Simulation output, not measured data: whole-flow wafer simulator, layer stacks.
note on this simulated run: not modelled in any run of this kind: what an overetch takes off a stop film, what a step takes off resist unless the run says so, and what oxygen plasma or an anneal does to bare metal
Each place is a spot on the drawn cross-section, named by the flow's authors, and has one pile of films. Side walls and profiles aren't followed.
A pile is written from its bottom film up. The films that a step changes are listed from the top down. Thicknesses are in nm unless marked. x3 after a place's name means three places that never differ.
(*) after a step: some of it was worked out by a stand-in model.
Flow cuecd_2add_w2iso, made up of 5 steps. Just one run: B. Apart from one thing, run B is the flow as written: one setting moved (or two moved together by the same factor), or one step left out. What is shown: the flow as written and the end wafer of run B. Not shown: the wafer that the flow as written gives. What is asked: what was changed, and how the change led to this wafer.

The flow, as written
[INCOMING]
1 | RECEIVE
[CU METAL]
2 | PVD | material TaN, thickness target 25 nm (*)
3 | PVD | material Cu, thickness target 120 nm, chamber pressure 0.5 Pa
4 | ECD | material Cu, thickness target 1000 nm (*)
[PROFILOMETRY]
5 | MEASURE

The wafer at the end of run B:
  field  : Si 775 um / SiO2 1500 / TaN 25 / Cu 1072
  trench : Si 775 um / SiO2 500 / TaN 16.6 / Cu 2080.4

The reason: step 3, PVD: thickness target 72 nm was run, though the flow has thickness target 120 nm.

The path from the change to this, step by step:
  3 | PVD | material Cu, thickness target 120 nm, chamber pressure 0.5 Pa
      field: Cu gains 72 (new film) (it would be, as written: Cu gains 120 (new film))
      trench: Cu gains 48.6 (new film) (it would be, as written: Cu gains 80.8 (new film))
